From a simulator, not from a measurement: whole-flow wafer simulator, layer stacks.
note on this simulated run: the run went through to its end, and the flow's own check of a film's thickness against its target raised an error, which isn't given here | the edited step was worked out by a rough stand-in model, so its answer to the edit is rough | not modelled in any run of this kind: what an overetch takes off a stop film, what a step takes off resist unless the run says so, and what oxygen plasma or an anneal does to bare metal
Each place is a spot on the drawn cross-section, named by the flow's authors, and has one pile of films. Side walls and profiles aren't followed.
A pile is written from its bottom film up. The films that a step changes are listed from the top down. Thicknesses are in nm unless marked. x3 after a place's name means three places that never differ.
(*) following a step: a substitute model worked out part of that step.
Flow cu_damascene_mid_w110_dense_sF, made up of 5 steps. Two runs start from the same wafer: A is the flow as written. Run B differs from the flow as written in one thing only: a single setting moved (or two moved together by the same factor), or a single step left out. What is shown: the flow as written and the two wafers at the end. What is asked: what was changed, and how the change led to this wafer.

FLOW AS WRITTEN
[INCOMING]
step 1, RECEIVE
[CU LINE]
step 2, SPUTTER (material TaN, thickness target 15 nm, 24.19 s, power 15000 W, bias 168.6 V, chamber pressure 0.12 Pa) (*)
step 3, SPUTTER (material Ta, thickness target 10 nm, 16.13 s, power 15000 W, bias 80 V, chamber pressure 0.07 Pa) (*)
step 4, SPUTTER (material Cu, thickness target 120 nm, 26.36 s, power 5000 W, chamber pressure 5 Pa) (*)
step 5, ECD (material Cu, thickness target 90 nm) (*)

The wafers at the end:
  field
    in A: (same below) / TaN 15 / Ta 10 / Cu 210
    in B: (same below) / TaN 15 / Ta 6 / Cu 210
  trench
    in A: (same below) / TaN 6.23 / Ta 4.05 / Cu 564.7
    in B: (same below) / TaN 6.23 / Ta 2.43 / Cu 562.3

Cause: step 3, SPUTTER: thickness target 6 nm was run, whereas the flow has thickness target 10 nm; step 3, SPUTTER: 9.68 s was run, where the flow has 16.13 s.
The wafer itself shows it: field has Ta 6, and step 3 as written asks for 10 nm.

Step by step, how the change led to this:
  step 3, SPUTTER (material Ta, thickness target 10 nm, 16.13 s, power 15000 W, bias 80 V, chamber pressure 0.07 Pa) (*)
      field: A +10 Ta (new film) | B +6 Ta (new film)
      trench: A +4.05 Ta (new film) | B +2.43 Ta (new film)
